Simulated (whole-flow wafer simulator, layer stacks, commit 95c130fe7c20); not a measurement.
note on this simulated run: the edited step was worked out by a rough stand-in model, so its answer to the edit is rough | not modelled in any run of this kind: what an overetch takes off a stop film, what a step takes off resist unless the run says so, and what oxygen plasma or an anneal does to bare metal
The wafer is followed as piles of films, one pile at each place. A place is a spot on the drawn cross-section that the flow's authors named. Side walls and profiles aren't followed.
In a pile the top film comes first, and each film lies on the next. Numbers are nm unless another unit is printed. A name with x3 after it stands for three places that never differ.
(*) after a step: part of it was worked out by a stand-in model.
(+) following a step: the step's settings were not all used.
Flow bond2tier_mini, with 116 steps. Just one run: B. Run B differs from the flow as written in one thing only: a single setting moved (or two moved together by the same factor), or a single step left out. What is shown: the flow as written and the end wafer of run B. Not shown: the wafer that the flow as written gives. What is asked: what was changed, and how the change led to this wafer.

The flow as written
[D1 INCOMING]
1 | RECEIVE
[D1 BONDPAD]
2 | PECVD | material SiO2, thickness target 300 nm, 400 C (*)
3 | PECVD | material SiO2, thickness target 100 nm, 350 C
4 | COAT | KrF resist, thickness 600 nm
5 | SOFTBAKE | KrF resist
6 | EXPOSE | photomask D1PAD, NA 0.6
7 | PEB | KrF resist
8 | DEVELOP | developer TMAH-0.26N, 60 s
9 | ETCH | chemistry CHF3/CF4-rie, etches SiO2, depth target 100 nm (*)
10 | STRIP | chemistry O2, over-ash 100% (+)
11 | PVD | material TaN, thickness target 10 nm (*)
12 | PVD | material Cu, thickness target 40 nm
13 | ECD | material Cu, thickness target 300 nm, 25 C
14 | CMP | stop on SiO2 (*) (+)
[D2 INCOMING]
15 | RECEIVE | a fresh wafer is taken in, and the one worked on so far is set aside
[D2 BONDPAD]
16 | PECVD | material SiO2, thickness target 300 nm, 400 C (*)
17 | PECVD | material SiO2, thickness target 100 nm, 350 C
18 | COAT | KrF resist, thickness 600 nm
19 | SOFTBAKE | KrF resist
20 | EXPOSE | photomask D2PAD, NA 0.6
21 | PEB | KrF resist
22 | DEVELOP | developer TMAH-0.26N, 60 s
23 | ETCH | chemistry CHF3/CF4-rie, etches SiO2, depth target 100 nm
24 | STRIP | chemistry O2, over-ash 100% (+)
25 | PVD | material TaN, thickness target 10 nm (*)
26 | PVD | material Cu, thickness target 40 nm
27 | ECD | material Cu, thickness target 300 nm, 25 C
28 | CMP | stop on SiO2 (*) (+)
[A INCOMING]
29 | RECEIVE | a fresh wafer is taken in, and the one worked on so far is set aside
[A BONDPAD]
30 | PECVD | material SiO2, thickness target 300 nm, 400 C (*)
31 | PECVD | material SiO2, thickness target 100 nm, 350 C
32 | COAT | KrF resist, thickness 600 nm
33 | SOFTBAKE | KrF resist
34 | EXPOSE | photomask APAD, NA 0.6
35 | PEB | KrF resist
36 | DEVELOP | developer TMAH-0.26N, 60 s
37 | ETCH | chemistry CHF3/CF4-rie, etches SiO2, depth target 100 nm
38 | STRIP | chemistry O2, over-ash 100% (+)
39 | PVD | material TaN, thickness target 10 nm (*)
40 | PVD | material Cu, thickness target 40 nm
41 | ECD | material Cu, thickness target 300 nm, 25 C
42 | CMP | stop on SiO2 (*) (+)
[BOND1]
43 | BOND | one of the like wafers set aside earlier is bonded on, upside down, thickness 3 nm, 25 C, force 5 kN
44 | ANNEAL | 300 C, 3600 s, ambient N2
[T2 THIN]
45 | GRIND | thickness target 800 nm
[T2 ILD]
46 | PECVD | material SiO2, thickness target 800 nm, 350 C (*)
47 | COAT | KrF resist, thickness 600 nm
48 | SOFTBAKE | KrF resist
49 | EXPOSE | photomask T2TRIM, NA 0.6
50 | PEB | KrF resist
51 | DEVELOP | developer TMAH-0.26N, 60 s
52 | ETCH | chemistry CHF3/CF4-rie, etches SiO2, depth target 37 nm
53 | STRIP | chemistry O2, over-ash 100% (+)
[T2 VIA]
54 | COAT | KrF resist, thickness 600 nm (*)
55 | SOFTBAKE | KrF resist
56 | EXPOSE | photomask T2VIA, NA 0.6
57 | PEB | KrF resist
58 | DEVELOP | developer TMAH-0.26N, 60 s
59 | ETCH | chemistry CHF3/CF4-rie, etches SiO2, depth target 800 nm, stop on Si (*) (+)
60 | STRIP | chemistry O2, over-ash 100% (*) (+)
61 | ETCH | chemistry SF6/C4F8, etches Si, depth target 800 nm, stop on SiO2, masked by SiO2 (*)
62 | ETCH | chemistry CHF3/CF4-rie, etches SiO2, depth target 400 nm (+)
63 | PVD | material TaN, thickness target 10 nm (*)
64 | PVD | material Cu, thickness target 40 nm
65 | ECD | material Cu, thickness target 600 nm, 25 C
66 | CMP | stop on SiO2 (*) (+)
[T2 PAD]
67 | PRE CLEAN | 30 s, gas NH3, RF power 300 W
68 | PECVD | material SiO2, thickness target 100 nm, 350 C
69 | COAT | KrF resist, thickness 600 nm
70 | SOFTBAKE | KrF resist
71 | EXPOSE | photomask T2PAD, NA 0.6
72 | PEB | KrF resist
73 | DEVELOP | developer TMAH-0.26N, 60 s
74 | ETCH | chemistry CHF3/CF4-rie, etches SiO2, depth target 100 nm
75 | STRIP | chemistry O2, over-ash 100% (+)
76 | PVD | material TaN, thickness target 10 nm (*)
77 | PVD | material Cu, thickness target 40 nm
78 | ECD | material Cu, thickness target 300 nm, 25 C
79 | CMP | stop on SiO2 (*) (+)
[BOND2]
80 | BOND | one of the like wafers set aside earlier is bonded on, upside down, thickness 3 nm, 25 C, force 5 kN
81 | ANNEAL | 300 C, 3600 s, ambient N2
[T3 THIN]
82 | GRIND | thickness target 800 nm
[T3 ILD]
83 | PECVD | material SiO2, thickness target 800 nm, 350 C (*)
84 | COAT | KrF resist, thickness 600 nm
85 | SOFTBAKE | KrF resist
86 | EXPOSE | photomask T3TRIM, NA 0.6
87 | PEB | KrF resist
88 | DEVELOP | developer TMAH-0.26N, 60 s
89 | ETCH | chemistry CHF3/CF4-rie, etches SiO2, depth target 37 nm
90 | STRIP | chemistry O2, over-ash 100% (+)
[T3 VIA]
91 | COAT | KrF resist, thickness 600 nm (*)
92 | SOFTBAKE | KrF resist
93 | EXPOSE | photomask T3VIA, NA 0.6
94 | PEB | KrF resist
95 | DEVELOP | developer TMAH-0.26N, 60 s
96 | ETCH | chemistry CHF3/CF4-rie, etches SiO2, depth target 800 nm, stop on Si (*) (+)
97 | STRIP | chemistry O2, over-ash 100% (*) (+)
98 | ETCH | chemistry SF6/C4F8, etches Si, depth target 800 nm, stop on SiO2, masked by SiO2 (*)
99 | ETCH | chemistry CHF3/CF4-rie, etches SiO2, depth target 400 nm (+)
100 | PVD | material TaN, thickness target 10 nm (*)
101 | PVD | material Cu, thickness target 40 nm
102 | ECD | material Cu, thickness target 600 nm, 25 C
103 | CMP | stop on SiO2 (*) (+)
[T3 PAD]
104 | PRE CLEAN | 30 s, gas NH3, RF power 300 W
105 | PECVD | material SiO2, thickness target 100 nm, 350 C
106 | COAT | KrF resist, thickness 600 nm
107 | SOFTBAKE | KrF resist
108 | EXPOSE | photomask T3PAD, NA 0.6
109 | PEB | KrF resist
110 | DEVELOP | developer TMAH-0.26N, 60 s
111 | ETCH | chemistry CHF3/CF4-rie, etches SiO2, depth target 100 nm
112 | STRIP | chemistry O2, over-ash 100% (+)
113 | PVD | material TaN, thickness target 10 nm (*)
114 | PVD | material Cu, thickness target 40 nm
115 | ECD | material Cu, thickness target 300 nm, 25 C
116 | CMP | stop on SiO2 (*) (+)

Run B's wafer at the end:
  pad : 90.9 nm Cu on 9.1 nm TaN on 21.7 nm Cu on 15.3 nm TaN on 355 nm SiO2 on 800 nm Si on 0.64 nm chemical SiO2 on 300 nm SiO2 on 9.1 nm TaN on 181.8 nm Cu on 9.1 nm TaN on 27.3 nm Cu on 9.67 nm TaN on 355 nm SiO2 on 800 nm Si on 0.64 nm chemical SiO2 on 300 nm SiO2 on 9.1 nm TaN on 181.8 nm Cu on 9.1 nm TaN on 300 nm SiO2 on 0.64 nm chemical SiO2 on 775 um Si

The reason: step 100, PVD: thickness target 15.8 nm was run, while the flow as written has thickness target 10 nm.

How this came from the change, step by step:
  100 | PVD | material TaN, thickness target 10 nm (*)
      field: TaN gains 15.8 (new film) (in the flow as written it would be: TaN gains 10 (new film))
      pad: TaN gains 15.3 (new film) (in the flow as written it would be: TaN gains 9.67 (new film))
  103 | CMP | stop on SiO2 (*) (+)
      field: Cu loses 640 (all of it), TaN loses 15.8 (all of it) (in the flow as written it would be: Cu loses 640 (all of it), TaN loses 10 (all of it))
